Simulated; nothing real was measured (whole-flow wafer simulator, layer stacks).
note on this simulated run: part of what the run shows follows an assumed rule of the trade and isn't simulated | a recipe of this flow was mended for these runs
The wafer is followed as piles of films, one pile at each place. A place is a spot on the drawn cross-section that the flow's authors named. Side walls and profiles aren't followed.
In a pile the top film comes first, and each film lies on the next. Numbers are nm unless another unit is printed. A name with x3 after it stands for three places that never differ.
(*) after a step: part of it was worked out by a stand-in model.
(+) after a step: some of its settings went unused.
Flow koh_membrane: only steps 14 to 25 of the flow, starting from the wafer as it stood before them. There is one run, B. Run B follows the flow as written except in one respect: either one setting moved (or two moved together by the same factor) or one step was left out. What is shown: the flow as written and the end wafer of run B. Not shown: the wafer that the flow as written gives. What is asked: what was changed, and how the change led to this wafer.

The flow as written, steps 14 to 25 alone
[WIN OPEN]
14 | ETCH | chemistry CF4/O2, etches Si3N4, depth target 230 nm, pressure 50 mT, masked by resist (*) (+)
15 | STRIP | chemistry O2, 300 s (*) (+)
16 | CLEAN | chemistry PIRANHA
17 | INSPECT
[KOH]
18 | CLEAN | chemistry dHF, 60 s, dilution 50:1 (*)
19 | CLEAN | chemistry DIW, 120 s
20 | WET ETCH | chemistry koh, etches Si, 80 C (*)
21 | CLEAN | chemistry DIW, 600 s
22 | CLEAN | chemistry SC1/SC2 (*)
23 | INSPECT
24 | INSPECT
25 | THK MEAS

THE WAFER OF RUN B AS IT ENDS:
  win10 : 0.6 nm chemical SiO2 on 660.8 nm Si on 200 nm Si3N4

Cause: step 14, ETCH: depth target 199.8 nm was run, though the flow has depth target 230 nm.

How this came from the change, step by step:
  14 | ETCH | chemistry CF4/O2, etches Si3N4, depth target 230 nm, pressure 50 mT, masked by resist (*) (+)
      win20 x4, win10: -200 Si3N4 (all of it) (it would be, as written: -200 Si3N4 (all of it), -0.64 chemical SiO2 (all of it), -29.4 Si)
      field: -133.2 i-line-resist (it would be, as written: -153.3 i-line-resist)
  15 | STRIP | chemistry O2, 300 s (*) (+)
      win20 x4, win10: +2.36 chemical SiO2, -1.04 Si (it would be, as written: +3 chemical SiO2 (new film), -1.32 Si)
      field: -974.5 i-line-resist (all of it) (it would be, as written: -954.4 i-line-resist (all of it))
